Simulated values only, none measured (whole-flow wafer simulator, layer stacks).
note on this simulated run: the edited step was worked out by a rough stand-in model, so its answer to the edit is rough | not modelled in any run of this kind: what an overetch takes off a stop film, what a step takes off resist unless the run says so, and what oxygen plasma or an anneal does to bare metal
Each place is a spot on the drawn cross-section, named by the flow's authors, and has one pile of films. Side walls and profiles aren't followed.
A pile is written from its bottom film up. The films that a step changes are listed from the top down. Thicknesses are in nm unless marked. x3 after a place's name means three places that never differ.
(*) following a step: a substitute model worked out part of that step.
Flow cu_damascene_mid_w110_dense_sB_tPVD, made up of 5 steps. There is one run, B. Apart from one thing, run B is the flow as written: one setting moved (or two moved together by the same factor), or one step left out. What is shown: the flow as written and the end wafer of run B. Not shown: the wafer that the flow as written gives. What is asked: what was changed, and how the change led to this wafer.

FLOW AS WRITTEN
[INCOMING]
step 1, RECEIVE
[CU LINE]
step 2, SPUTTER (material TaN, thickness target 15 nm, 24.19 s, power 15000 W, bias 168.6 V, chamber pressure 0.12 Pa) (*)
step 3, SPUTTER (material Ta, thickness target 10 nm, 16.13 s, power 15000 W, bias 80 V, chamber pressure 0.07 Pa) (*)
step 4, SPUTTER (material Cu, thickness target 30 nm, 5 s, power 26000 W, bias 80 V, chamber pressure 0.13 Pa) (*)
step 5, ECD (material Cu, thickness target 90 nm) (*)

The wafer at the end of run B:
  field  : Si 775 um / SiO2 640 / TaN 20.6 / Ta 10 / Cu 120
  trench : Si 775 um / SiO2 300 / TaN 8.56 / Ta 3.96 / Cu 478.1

The reason: step 2, SPUTTER: thickness target 20.6 nm was run, though the flow has thickness target 15 nm; step 2, SPUTTER: 33.26 s was run, where the flow has 24.19 s.
One can read it off the wafer: field has TaN 20.6, and step 2 as written asks for 15 nm.

The path from the change to this, step by step:
  step 2, SPUTTER (material TaN, thickness target 15 nm, 24.19 s, power 15000 W, bias 168.6 V, chamber pressure 0.12 Pa) (*)
      field: +20.6 TaN (new film) (as written it would have been: +15 TaN (new film))
      trench: +8.56 TaN (new film) (as written it would have been: +6.23 TaN (new film))
